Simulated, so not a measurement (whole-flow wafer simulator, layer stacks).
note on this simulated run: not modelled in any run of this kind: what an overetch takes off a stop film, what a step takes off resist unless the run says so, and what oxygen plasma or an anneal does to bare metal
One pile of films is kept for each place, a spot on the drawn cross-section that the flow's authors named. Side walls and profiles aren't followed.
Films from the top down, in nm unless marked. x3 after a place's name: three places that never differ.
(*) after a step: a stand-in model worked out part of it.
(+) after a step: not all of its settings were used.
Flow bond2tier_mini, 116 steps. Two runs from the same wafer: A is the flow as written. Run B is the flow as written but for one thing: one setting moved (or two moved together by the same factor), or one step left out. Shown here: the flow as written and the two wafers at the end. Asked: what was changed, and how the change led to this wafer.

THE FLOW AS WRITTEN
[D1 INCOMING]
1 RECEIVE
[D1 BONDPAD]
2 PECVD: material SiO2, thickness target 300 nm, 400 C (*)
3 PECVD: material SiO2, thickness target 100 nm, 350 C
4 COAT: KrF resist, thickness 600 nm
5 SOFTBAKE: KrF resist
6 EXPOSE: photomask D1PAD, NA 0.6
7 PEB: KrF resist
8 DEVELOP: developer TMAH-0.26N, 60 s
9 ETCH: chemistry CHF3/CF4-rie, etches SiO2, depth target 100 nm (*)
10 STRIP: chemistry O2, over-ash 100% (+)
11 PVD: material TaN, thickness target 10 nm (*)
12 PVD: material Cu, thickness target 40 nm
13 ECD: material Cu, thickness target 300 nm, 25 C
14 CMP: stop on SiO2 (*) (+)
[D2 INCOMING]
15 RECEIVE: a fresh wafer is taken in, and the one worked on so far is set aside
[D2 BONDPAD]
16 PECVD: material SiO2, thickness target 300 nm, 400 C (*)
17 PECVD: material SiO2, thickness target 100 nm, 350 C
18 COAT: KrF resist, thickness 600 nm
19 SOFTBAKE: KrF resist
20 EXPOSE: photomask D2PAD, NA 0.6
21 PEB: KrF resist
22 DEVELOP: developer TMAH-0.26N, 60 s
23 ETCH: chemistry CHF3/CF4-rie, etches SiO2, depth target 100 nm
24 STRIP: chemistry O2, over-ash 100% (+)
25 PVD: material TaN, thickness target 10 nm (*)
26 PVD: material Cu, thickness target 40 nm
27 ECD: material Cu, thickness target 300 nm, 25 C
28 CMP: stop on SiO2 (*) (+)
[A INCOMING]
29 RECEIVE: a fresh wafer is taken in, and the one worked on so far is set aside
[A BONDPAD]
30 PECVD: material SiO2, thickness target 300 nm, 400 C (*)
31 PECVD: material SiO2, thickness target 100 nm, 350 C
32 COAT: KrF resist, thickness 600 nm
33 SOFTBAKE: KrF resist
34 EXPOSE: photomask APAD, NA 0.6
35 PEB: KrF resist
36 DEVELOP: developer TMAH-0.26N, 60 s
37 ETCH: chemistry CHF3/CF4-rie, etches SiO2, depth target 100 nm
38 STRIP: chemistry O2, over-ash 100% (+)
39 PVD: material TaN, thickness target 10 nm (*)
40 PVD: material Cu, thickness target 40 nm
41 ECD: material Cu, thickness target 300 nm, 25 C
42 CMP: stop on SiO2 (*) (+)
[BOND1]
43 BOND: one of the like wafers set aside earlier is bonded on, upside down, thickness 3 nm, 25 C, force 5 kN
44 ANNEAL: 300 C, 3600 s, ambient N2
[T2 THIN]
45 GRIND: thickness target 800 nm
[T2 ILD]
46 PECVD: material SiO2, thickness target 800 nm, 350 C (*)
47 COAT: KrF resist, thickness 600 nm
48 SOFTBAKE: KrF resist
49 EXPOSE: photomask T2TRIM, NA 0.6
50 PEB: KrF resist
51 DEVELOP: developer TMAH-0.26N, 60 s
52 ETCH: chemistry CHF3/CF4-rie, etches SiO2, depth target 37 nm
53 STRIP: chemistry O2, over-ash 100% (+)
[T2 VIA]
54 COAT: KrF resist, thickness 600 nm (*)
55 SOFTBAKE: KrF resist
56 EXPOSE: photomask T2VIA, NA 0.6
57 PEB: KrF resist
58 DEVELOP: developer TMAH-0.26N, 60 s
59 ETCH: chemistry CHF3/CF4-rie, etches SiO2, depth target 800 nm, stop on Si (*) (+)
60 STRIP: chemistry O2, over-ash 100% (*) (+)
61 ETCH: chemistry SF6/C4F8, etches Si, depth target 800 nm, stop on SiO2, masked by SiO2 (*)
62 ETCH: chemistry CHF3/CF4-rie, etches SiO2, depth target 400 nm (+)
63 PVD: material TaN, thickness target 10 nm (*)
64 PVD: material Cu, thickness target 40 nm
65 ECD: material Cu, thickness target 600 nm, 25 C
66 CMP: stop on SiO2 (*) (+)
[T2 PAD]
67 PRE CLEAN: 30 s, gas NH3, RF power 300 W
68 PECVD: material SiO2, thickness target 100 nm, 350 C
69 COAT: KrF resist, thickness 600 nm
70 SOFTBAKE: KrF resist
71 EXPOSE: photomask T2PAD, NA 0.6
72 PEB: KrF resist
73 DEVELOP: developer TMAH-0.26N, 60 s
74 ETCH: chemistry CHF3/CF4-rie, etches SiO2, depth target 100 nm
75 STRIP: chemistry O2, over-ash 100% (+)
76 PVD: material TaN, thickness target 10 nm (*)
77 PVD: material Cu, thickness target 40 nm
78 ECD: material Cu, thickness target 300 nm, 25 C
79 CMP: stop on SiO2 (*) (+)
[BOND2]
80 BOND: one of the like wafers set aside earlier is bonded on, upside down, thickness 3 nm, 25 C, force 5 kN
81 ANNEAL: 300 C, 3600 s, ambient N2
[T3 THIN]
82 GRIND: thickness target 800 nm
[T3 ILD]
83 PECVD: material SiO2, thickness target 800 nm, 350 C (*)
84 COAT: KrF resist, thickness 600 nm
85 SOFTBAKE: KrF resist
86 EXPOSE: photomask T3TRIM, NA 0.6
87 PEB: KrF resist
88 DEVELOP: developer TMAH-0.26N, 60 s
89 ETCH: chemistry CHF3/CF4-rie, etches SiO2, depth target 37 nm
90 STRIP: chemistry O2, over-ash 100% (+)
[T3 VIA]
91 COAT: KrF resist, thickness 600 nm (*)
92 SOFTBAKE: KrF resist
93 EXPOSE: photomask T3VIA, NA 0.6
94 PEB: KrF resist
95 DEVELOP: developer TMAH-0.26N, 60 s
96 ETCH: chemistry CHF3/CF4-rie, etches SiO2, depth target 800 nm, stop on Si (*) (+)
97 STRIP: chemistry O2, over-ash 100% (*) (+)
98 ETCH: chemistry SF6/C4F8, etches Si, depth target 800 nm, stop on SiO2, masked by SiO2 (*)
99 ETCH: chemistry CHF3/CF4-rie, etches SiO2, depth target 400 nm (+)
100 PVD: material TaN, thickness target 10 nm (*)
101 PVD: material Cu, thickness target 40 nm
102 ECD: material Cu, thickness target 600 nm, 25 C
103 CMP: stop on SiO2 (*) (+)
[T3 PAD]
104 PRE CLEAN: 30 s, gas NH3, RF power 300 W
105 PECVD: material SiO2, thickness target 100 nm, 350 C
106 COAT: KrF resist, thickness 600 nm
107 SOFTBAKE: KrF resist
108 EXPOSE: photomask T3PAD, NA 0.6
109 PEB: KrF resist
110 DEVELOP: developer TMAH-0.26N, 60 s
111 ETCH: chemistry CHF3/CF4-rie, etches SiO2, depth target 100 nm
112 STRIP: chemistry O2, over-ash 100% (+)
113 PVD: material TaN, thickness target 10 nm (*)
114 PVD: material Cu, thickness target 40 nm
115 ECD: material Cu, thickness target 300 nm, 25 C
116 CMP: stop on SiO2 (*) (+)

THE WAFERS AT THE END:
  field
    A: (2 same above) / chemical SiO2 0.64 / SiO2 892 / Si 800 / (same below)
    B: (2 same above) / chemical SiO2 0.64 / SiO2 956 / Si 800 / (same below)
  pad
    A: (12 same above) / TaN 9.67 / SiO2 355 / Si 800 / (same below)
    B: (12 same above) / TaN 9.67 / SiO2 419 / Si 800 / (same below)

The cause: step 62, ETCH: depth target 336 nm was run, where the flow has depth target 400 nm.

How the change led to this, step by step:
  62 ETCH: chemistry CHF3/CF4-rie, etches SiO2, depth target 400 nm (+)
      field, pad: A SiO2 -400 | B SiO2 -336
